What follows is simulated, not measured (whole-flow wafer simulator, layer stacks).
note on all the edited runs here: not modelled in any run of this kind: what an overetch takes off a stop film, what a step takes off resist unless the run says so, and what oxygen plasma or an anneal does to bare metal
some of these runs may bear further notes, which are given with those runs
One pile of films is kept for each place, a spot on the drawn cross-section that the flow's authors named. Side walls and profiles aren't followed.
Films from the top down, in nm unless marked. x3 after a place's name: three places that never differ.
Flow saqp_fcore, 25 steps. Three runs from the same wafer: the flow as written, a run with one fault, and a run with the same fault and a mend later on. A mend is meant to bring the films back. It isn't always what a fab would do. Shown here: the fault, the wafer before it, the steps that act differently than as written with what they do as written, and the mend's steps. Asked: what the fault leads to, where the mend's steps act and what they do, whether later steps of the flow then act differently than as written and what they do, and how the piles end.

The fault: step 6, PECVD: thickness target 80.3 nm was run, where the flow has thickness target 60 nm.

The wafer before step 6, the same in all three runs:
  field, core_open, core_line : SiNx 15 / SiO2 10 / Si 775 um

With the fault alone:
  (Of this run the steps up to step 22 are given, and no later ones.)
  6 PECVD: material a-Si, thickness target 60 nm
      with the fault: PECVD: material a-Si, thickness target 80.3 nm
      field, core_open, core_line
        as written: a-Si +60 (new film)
        with the fault: a-Si +80.3 (new film)
  No later step of the flow up to step 22 acts differently than as written at any place that is followed.
  After step 22 the piles differ from the flow's by more than 2% or 0.5 nm, whichever is larger, at field, core_open, core_line.
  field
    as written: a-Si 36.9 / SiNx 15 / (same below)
    with the fault: a-Si 57.2 / SiNx 15 / (same below)
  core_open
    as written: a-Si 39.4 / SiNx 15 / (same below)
    with the fault: a-Si 59.7 / SiNx 15 / (same below)
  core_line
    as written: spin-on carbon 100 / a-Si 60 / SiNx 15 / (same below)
    with the fault: spin-on carbon 100 / a-Si 80.3 / SiNx 15 / (same below)

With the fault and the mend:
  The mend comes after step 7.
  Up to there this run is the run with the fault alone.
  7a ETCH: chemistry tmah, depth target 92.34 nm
      field, core_open, core_line
        a-Si -80.3 (all of it)
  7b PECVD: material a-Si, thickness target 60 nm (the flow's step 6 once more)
      field, core_open, core_line
        a-Si +60 (new film)
  No later step of the flow acts differently than as written at any place that is followed.
  At the end the piles are the same as the flow's at every place that both follow.
